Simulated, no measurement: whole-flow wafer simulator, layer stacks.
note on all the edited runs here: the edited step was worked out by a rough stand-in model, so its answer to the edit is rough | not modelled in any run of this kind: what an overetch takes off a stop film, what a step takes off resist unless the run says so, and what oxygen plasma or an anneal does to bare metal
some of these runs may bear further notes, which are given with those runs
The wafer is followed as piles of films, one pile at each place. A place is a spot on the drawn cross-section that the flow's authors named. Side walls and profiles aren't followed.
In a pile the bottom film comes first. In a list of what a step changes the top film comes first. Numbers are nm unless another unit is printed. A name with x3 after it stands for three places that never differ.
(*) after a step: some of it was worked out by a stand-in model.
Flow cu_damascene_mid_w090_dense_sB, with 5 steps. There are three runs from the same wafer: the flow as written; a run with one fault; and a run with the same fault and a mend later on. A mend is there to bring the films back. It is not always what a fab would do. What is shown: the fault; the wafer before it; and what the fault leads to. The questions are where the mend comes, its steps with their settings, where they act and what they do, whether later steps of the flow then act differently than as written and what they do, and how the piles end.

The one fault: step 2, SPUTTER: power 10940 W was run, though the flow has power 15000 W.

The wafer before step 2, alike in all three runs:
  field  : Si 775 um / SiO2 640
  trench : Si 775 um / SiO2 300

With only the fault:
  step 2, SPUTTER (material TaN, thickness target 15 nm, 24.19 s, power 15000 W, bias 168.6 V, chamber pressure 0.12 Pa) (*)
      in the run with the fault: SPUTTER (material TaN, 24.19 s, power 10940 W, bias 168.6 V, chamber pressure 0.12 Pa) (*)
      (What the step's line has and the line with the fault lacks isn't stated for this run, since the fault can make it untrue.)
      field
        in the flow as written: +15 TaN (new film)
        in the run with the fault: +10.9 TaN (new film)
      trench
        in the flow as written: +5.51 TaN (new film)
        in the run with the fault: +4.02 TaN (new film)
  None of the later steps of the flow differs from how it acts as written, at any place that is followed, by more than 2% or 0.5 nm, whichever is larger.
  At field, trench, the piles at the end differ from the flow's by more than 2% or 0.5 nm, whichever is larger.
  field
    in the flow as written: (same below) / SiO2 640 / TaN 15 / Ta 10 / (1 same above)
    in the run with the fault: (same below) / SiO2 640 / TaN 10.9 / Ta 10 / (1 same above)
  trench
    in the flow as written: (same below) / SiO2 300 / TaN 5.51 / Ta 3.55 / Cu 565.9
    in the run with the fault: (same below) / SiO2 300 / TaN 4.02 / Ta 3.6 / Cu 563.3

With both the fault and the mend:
  After step 2 comes the mend.
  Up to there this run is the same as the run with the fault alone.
  step 2a, SPUTTER (material TaN, thickness target 4.1 nm, 6.551 s, power 15000 W, bias 168.6 V, chamber pressure 0.12 Pa) (*) (the flow's step 2 again, with other settings)
      field
        +4.1 TaN
      trench
        +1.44 TaN
  None of the later steps of the flow differs from how it acts as written, at any place that is followed, by more than 2% or 0.5 nm, whichever is larger.
  The piles end only slightly different from the flow's at the places that both follow, by no more than 2% or 0.5 nm, whichever is larger.
